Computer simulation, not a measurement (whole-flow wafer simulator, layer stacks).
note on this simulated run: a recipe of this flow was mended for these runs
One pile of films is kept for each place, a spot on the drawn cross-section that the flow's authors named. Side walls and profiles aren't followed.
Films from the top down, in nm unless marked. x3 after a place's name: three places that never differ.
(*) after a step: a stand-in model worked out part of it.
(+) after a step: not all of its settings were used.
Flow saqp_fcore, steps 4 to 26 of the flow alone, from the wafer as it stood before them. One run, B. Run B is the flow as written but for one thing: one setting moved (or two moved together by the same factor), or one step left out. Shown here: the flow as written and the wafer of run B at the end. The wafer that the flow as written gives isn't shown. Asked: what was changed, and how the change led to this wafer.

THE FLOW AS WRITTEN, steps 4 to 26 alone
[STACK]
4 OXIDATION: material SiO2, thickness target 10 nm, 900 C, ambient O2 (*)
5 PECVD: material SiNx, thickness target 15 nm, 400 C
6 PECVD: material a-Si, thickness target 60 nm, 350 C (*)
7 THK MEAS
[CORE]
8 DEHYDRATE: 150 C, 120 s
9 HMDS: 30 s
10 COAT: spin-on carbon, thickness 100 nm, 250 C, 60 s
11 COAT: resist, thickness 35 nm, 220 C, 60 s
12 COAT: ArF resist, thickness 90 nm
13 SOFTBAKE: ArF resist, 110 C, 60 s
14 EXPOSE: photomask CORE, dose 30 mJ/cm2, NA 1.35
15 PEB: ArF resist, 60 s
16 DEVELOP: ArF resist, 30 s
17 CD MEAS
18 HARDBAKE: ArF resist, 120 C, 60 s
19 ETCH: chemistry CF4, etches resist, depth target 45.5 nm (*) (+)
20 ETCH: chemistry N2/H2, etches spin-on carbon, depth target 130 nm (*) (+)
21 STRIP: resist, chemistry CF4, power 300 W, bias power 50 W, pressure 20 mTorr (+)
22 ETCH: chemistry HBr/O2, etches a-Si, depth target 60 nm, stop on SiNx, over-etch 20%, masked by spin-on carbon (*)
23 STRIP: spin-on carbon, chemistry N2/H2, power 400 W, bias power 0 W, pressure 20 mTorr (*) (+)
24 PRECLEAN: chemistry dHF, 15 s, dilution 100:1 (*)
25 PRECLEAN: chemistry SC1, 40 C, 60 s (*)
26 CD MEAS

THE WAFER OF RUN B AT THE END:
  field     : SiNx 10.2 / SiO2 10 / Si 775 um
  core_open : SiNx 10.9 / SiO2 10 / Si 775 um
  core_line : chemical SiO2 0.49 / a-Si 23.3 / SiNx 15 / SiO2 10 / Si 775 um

The cause: step 6, PECVD: thickness target 24 nm was run, where the flow has thickness target 60 nm.

How the change led to this, step by step:
  6 PECVD: material a-Si, thickness target 60 nm, 350 C (*)
      field, core_open, core_line: a-Si +24 (new film) (as written it would be: a-Si +60 (new film))
  22 ETCH: chemistry HBr/O2, etches a-Si, depth target 60 nm, stop on SiNx, over-etch 20%, masked by spin-on carbon (*)
      field: a-Si -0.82 (all of it), SiNx -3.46 (as written it would be: a-Si -36.8 (all of it), SiNx -1.41)
      core_open: a-Si -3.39 (all of it), SiNx -2.74 (as written it would be: a-Si -39.4 (all of it), SiNx -1.3)
      (and at 1 more place)
  23 STRIP: spin-on carbon, chemistry N2/H2, power 400 W, bias power 0 W, pressure 20 mTorr (*) (+)
      core_line: spin-on carbon -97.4 (all of it) (as written it would be: spin-on carbon -88.8 (all of it))
